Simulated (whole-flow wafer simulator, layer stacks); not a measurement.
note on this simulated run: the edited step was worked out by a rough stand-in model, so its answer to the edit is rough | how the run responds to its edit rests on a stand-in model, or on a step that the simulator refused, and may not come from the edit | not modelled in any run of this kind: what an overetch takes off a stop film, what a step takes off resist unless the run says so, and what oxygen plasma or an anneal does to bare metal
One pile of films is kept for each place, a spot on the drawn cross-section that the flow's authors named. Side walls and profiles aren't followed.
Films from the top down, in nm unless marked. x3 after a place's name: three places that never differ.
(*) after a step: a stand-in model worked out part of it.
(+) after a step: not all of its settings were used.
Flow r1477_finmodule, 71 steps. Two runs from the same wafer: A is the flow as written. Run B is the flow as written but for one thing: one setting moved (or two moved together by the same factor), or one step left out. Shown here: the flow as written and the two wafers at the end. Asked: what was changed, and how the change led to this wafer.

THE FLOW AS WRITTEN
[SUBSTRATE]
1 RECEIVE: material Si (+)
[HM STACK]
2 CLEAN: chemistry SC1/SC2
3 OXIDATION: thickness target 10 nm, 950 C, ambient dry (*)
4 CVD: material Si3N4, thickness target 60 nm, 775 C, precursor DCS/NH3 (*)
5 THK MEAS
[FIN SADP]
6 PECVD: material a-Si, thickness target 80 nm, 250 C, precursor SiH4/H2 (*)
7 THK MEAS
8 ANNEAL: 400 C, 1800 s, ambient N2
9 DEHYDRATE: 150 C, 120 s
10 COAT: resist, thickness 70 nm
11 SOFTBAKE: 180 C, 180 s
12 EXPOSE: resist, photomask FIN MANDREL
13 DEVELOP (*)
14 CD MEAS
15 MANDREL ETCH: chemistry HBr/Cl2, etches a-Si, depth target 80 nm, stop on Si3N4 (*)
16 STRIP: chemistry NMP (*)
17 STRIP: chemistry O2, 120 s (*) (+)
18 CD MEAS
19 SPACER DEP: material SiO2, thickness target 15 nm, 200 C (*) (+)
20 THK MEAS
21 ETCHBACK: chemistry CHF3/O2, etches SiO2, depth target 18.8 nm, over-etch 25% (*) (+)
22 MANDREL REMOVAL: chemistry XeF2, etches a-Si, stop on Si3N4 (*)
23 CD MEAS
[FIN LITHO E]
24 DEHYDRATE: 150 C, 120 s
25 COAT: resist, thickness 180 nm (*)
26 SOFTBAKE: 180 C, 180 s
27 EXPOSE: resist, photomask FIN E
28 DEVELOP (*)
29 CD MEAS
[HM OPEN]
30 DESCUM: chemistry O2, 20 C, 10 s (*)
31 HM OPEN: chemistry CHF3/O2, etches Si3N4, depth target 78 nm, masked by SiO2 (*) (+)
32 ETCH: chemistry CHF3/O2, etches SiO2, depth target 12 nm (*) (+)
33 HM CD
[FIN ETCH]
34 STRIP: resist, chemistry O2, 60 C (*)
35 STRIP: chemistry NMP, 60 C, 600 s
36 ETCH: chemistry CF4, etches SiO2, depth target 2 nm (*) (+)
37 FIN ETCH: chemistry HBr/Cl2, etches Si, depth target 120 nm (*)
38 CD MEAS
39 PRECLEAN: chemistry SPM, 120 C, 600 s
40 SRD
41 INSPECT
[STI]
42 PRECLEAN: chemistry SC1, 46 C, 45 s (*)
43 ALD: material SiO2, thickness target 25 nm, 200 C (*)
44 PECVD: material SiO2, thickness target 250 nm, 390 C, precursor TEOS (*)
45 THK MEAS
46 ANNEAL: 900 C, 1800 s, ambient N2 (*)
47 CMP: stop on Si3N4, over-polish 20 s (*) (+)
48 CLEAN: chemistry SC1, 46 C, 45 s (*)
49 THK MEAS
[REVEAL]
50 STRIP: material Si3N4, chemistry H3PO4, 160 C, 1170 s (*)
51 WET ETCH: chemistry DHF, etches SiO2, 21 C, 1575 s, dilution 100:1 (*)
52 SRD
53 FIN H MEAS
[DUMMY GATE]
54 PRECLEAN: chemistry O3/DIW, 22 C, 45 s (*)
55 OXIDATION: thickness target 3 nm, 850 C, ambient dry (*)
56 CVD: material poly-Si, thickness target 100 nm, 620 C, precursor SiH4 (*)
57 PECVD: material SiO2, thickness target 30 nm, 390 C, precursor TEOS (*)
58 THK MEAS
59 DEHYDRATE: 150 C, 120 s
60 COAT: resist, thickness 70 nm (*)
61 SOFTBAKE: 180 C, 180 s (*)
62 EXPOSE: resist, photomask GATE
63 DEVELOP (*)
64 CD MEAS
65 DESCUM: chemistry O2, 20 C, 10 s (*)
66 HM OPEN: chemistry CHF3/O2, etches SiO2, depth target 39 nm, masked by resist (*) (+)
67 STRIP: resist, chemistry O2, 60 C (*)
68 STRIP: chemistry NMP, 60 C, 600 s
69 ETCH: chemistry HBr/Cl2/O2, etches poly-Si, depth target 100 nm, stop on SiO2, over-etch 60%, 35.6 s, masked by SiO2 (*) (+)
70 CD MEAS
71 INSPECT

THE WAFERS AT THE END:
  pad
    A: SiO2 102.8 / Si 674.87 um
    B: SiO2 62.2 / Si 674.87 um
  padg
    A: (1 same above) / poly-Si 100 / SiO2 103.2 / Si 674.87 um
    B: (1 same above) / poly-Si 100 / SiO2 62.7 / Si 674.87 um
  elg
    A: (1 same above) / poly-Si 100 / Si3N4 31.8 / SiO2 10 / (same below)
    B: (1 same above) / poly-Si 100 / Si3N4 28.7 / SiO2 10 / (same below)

The cause: step 51, WET ETCH: 2323 s was run, where the flow has 1575 s.

How the change led to this, step by step:
  51 WET ETCH: chemistry DHF, etches SiO2, 21 C, 1575 s, dilution 100:1 (*)
      pad, padg, e40sg and 12 more: A SiO2 -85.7 | B SiO2 -126.4
      elg, e40lg, e100lg, e200lg, elo, e40lo, e100lo, e200lo: A SiO2 -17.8 (all of it), Si3N4 -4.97 | B SiO2 -17.8 (all of it), Si3N4 -8.02
      (and at 7 more places)
  56 CVD: material poly-Si, thickness target 100 nm, 620 C, precursor SiH4 (*)
      s40cg, s40co: A poly-Si +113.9 (new film) | B poly-Si +153.5 (new film)
      s45cg, s45co: A poly-Si +113.4 (new film) | B poly-Si +153.5 (new film)
      (and at 3 more places)
  60 COAT: resist, thickness 70 nm (*)
      e40lg, e100lg, e200lg, elo, e40lo, e100lo, e200lo: A resist +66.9 (new film) | B resist +65 (new film)
      e40sg, eso, e40so: A resist +129.5 (new film) | B resist +165.2 (new film)
      (and at 16 more places)
  63 DEVELOP (*)
      elo, e40lo, e100lo, e200lo: A resist -66.9 (all of it) | B resist -65 (all of it)
      eso, e40so: A resist -129.5 (all of it) | B resist -165.2 (all of it)
      (and at 8 more places)
  67 STRIP: resist, chemistry O2, 60 C (*)
      e40lg, e100lg, e200lg: A resist -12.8 (all of it) | B resist -10.9 (all of it)
      e40sg: A resist -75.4 (all of it) | B resist -111.1 (all of it)
      (and at 10 more places)
  69 ETCH: chemistry HBr/Cl2/O2, etches poly-Si, depth target 100 nm, stop on SiO2, over-etch 60%, 35.6 s, masked by SiO2 (*) (+)
      s40co: A chemical SiO2 -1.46 (all of it), poly-Si -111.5 (all of it), SiO2 -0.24 | B chemical SiO2 -1.6 (all of it), poly-Si -150.9 (all of it), SiO2 -0.05
      s45co: A chemical SiO2 -1.46 (all of it), poly-Si -110.9 (all of it), SiO2 -0.25 | B chemical SiO2 -1.6 (all of it), poly-Si -150.9 (all of it), SiO2 -0.05
      (and at 1 more place)
